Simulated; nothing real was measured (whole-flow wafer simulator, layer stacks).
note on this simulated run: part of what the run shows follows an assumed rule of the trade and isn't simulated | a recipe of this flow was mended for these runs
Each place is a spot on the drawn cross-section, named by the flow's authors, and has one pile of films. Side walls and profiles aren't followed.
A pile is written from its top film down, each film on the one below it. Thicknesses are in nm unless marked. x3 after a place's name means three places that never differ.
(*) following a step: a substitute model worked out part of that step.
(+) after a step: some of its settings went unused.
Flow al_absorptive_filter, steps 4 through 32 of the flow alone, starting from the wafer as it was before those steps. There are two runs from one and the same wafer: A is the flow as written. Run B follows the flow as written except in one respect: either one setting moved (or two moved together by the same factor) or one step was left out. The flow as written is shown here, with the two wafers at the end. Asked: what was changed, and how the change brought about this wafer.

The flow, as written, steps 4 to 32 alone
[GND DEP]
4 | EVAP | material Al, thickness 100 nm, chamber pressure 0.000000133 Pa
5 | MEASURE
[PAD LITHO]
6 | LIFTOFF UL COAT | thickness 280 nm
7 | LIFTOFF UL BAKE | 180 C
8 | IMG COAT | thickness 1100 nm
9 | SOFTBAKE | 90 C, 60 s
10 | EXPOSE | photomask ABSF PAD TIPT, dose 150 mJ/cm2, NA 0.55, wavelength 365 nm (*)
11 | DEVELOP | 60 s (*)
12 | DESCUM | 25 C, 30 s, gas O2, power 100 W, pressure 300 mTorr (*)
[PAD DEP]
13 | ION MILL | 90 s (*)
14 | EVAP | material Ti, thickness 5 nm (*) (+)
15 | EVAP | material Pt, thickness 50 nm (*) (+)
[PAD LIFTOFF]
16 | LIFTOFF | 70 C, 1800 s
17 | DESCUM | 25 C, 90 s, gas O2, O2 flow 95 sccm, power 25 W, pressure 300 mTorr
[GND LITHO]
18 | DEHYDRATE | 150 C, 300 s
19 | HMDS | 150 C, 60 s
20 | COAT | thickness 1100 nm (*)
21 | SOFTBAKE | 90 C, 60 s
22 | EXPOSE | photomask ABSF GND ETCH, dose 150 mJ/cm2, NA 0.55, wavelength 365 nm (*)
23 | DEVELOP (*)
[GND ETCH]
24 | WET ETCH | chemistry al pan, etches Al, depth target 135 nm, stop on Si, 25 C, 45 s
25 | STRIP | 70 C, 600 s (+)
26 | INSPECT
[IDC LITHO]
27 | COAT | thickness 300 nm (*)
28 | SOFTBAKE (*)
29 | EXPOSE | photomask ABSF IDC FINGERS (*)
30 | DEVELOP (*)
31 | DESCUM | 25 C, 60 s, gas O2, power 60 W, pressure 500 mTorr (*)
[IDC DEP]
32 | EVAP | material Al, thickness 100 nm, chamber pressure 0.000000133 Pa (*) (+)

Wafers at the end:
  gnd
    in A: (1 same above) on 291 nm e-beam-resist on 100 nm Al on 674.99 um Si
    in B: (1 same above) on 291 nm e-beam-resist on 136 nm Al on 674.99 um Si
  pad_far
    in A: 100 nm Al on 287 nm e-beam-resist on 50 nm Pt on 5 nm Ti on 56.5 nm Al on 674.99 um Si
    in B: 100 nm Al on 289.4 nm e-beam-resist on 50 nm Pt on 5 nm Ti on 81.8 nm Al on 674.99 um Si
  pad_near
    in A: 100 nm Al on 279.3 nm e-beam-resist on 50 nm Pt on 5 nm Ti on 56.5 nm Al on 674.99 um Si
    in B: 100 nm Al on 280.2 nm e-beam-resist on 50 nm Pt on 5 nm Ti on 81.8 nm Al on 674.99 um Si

The reason: step 4, EVAP: thickness 136 nm was run, whereas the flow has thickness 100 nm; step 13, ION MILL: 122 s was run, where the flow has 90 s.
One can read it off the wafer: gnd has Al 136, and step 4 as written asks for 100 nm.

Step by step, how the change led to this:
  4 | EVAP | material Al, thickness 100 nm, chamber pressure 0.000000133 Pa
      gnd, pad_far, pad_near and 11 more: A +100 Al (new film) | B +136 Al (new film)
  13 | ION MILL | 90 s (*)
      gnd, ledge, res, xa_field x4, xl_gap, xl_turn, idc_field x2, idc_line: A -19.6 i-line-resist | B -26.6 i-line-resist
      pad_far, pad_near: A -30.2 Al | B -40.9 Al
  24 | WET ETCH | chemistry al pan, etches Al, depth target 135 nm, stop on Si, 25 C, 45 s
      res, xl_gap, idc_field x2, idc_line: A -86.7 Al (all of it) | B -122.7 Al (all of it)
  27 | COAT | thickness 300 nm (*)
      ledge: A +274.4 e-beam-resist (new film) | B +260.3 e-beam-resist (new film)
      res: A +349.6 e-beam-resist (new film) | B +365.2 e-beam-resist (new film)
      (also at 1 further place)
